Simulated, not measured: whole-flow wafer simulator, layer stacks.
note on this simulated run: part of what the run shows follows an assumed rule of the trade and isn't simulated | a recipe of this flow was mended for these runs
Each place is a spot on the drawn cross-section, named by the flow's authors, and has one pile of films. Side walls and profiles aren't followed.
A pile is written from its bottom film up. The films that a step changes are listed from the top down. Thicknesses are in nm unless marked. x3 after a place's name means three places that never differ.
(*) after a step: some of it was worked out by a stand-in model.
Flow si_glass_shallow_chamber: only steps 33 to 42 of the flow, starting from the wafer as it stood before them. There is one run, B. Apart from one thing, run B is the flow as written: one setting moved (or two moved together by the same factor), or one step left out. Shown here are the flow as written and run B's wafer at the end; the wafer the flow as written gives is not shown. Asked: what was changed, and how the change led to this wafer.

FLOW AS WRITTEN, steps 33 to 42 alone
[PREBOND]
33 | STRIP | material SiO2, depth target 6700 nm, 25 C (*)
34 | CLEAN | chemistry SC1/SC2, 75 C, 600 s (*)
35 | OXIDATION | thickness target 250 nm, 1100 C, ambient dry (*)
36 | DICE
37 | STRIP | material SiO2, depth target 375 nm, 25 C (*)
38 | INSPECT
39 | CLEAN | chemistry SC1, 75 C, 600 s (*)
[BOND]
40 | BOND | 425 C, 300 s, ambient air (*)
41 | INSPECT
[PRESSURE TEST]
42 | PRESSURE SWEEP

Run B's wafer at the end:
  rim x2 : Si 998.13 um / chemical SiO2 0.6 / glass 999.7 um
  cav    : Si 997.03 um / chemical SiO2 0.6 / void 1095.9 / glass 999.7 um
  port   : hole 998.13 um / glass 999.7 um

What caused this: step 35, OXIDATION: thickness target 100 nm was run, whereas the flow has thickness target 250 nm.

Step by step, how the change led to this:
  35 | OXIDATION | thickness target 250 nm, 1100 C, ambient dry (*)
      rim x2, cav, septum, ring: SiO2 gains 100 (new film), chemical SiO2 loses 0.6 (all of it), Si loses 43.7 (as written it would have been: SiO2 gains 250 (new film), chemical SiO2 loses 0.6 (all of it), Si loses 109.7)
  37 | STRIP | material SiO2, depth target 375 nm, 25 C (*)
      rim x2, cav, septum, ring: SiO2 loses 100 (all of it) (as written it would have been: SiO2 loses 250 (all of it))
  40 | BOND | 425 C, 300 s, ambient air (*)
      port: glass gains 999.7 um (new film), hole gains 1083.3 (as written it would have been: glass gains 999.7 um (new film), hole gains 1017.3)
